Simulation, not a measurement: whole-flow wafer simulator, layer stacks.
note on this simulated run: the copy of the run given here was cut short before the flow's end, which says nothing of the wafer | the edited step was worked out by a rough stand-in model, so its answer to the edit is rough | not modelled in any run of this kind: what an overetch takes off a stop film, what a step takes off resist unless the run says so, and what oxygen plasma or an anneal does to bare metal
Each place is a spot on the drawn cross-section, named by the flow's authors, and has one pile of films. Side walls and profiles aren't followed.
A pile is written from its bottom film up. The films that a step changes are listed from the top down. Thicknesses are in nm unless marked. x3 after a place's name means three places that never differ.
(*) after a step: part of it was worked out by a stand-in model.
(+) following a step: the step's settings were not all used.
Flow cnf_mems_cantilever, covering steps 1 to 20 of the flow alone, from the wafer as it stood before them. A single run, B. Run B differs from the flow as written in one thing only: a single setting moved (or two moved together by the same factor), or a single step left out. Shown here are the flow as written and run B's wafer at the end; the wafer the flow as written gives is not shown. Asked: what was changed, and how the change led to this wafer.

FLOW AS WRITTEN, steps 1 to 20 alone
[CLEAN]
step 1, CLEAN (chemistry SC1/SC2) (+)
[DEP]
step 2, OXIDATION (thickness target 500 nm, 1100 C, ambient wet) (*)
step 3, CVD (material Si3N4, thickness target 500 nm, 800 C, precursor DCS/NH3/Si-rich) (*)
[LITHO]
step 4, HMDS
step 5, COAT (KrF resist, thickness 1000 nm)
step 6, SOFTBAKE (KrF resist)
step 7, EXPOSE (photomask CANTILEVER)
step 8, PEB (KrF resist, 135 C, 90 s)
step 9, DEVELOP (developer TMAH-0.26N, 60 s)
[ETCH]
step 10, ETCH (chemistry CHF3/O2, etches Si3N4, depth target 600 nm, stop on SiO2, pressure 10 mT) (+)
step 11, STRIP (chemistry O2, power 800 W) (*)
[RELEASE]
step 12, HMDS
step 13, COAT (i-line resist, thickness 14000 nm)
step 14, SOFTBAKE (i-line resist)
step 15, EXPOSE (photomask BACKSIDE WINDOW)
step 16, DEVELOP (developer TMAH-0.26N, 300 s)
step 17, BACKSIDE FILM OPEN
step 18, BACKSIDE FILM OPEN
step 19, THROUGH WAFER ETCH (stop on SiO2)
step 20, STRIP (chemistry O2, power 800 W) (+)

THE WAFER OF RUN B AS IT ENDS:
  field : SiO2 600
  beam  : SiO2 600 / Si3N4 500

Cause: step 2, OXIDATION: thickness target 600 nm was run, though the flow has thickness target 500 nm.
The wafer lets one read it off: field has SiO2 600, and step 2 as written asks for 500 nm.

Step by step, how the change led to this:
  step 2, OXIDATION (thickness target 500 nm, 1100 C, ambient wet) (*)
      field, beam: SiO2 gains 600 (new film), chemical SiO2 loses 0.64 (all of it), Si loses 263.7 (in the flow as written it would be: SiO2 gains 500 (new film), chemical SiO2 loses 0.64 (all of it), Si loses 219.7)
  step 19, THROUGH WAFER ETCH (stop on SiO2)
      field: under 1 film: Si loses 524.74 um (all of it) (in the flow as written it would be: under 1 film: Si loses 524.78 um (all of it))
      beam: under 2 films: Si loses 524.74 um (all of it) (in the flow as written it would be: under 2 films: Si loses 524.78 um (all of it))
